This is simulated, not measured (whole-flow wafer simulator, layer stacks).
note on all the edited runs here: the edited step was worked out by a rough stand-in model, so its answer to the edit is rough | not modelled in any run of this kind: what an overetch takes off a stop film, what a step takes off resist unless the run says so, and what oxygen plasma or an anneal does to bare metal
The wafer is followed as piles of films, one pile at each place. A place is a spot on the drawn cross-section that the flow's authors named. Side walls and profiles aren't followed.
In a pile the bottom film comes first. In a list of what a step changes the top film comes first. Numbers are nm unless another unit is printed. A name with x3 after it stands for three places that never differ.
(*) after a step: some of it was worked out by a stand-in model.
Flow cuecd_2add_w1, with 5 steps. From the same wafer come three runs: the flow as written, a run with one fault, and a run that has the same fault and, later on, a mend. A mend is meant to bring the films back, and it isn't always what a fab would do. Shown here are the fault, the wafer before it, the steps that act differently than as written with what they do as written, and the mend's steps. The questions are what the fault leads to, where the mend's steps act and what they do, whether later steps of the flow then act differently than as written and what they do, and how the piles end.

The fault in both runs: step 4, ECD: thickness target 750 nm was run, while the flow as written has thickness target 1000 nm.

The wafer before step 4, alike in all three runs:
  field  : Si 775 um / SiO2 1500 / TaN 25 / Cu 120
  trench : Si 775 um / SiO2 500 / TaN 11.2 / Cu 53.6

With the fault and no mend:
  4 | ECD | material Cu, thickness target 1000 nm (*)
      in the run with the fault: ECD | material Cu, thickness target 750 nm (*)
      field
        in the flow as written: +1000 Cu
        in the run with the fault: +750 Cu
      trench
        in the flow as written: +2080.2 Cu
        in the run with the fault: +1830.2 Cu
  Every later step of the flow that is run acts as written at every place that is followed.
  At field, trench, the piles at the end differ from the flow's by more than 2% or 0.5 nm, whichever is larger.
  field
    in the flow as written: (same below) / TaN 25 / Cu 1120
    in the run with the fault: (same below) / TaN 25 / Cu 870
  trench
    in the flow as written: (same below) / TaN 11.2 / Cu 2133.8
    in the run with the fault: (same below) / TaN 11.2 / Cu 1883.8

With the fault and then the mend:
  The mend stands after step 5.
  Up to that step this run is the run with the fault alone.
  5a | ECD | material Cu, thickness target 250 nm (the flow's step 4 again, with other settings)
      field, trench
        +250 Cu
  Every later step of the flow that is run acts as written at every place that is followed.
  By the end, the piles equal the flow's at every place that both follow.
